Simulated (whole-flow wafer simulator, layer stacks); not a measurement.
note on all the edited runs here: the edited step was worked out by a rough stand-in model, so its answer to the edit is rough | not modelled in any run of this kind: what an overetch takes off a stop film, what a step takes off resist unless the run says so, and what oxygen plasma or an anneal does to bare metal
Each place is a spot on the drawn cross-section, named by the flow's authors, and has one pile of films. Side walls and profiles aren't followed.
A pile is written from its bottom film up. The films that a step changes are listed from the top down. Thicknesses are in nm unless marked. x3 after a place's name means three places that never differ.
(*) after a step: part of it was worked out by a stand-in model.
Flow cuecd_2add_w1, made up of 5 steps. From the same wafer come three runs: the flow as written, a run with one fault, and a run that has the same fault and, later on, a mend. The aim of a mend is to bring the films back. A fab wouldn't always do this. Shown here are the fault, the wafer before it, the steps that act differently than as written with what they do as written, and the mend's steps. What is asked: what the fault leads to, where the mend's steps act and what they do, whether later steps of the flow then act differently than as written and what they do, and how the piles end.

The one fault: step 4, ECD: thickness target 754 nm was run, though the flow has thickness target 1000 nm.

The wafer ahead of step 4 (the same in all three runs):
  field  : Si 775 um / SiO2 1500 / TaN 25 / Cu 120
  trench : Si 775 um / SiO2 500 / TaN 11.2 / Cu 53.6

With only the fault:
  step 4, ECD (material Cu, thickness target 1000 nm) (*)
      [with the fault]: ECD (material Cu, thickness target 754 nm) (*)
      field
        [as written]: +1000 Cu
        [with the fault]: +754 Cu
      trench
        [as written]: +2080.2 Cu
        [with the fault]: +1834.2 Cu
  Every later step of the flow that is run acts as written at every place that is followed.
  By the end, the piles at field, trench depart from the flow's by more than 2% or 0.5 nm, whichever is larger.
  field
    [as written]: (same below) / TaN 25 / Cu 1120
    [with the fault]: (same below) / TaN 25 / Cu 874
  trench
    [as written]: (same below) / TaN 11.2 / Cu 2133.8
    [with the fault]: (same below) / TaN 11.2 / Cu 1887.8

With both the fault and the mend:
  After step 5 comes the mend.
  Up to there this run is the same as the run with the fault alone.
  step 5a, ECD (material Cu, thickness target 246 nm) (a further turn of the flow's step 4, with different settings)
      field, trench
        +246 Cu
  Every later step of the flow that is run acts as written at every place that is followed.
  By the end, the piles equal the flow's at every place that both follow.
